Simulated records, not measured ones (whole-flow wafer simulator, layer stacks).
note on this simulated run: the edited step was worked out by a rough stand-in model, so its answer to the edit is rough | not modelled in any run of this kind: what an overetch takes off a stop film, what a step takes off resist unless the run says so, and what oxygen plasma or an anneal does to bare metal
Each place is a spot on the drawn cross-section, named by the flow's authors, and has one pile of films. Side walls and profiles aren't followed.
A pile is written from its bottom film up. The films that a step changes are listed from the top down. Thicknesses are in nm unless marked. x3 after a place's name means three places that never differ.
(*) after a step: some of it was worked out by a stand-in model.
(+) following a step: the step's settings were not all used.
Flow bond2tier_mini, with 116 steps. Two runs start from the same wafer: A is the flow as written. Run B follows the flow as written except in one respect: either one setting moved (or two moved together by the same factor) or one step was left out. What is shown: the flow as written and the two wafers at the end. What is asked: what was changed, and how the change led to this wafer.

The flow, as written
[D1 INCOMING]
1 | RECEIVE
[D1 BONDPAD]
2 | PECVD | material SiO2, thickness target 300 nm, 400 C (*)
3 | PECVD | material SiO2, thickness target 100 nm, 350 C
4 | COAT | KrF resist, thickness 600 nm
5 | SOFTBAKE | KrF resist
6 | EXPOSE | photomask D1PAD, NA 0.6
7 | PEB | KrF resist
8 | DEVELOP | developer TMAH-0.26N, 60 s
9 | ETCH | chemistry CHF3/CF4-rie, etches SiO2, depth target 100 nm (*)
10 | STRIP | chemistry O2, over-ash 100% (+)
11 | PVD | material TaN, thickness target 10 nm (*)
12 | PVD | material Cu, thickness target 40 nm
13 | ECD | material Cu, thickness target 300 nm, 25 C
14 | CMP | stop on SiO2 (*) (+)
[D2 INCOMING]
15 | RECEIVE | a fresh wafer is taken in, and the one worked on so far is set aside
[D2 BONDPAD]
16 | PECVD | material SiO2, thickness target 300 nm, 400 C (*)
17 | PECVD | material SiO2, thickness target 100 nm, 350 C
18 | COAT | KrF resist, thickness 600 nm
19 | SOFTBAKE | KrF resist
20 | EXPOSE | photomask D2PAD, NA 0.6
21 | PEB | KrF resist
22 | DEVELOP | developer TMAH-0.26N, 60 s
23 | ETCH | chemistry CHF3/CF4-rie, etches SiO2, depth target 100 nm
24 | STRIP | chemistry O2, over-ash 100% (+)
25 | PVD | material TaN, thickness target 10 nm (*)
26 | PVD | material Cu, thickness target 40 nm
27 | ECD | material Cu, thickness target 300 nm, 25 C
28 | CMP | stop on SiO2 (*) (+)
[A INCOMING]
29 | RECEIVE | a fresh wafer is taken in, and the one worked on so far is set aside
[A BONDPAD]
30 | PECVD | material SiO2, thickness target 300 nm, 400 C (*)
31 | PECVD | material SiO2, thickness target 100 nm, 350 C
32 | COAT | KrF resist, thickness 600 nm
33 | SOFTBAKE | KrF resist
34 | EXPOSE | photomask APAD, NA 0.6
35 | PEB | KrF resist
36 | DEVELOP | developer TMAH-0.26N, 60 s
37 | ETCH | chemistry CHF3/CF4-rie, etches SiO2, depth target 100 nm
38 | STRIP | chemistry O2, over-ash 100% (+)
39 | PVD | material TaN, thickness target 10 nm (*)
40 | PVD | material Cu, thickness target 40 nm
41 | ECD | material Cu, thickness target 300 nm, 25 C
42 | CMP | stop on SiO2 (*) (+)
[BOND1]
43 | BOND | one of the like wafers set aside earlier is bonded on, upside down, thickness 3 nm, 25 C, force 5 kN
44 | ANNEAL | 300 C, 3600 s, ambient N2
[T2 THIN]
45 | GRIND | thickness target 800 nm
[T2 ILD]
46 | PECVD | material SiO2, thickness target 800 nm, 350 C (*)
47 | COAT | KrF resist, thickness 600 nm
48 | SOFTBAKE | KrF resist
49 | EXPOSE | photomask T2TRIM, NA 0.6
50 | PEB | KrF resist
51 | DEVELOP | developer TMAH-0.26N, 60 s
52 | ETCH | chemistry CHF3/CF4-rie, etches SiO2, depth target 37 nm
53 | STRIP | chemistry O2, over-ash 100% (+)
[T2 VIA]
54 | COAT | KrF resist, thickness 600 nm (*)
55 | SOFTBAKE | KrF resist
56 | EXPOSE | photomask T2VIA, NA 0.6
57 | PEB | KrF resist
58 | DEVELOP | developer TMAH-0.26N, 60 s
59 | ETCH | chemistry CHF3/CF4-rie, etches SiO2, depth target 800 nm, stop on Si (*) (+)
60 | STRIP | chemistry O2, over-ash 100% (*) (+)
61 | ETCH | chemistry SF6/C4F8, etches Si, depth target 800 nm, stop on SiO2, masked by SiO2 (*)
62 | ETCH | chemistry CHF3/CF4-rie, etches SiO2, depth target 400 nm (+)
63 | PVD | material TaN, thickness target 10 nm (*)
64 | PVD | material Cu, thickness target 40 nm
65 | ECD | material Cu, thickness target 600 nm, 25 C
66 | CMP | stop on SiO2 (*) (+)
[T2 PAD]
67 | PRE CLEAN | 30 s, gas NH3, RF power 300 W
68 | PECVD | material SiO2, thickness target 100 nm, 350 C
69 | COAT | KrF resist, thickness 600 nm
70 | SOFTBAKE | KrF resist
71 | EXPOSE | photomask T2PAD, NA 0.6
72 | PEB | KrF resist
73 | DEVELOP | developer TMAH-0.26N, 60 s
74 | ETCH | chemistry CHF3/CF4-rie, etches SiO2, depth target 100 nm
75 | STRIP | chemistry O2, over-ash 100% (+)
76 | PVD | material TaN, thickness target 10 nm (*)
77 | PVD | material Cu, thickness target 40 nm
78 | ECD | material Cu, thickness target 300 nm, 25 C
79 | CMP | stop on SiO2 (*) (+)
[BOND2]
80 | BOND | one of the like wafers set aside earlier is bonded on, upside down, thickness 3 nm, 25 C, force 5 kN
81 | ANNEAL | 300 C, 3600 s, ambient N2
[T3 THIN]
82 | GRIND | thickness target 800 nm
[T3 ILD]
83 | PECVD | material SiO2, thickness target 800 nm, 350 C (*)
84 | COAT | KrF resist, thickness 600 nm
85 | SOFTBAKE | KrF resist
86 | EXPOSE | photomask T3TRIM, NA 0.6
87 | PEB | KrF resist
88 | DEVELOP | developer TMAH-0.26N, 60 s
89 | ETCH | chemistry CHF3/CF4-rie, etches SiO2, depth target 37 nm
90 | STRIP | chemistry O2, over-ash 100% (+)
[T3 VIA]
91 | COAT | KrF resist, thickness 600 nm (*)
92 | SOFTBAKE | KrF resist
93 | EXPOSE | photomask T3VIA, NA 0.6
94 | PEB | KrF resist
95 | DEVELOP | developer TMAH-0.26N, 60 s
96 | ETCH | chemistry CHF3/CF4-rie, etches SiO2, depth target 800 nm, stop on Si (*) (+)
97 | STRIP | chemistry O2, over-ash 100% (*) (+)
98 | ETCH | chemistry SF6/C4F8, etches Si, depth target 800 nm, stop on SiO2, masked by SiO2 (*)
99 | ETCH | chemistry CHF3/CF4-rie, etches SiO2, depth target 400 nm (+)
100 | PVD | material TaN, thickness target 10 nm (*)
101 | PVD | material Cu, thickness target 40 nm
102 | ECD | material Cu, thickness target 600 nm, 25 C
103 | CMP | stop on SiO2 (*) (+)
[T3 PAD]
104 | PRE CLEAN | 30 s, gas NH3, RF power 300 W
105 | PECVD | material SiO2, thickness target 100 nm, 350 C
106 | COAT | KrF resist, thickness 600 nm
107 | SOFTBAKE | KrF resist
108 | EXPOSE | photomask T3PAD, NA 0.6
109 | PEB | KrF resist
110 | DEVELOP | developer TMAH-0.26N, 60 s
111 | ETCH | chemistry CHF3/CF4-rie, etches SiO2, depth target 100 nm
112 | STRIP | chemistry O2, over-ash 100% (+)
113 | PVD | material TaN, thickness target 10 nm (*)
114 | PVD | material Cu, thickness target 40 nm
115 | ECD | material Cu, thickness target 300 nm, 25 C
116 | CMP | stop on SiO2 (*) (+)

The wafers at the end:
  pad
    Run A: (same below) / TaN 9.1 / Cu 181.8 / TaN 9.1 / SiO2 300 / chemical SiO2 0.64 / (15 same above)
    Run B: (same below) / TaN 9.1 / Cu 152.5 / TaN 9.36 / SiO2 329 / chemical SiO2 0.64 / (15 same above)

What caused this: step 9, ETCH: depth target 71 nm was run, though the flow has depth target 100 nm.

How this came from the change, step by step:
  9 | ETCH | chemistry CHF3/CF4-rie, etches SiO2, depth target 100 nm (*)
      pad, via: A SiO2 loses 100 | B SiO2 loses 71
      field: A KrF resist loses 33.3 | B KrF resist loses 23.7
  12 | PVD | material Cu, thickness target 40 nm
      pad: A Cu gains 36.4 (new film) | B Cu gains 37.4 (new film)
  13 | ECD | material Cu, thickness target 300 nm, 25 C
      pad: A Cu gains 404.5 | B Cu gains 374.2
      via: A Cu gains 400.2 | B Cu gains 371.1
  43 | BOND | one of the like wafers set aside earlier is bonded on, upside down, thickness 3 nm, 25 C, force 5 kN
      pad: A Si gains 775 um (new film), chemical SiO2 gains 0.64 (new film), SiO2 gains 300 (new film), TaN gains 9.1 (new film), Cu gains 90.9 | B Si gains 775 um (new film), chemical SiO2 gains 0.64 (new film), SiO2 gains 329 (new film), TaN gains 9.36 (new film), Cu gains 61.6
      via: A Si gains 775 um (new film), chemical SiO2 gains 0.64 (new film), SiO2 gains 300 (new film), TaN gains 9.97 (new film), Cu gains 90 | B Si gains 775 um (new film), chemical SiO2 gains 0.64 (new film), SiO2 gains 329 (new film), TaN gains 9.99 (new film), Cu gains 61
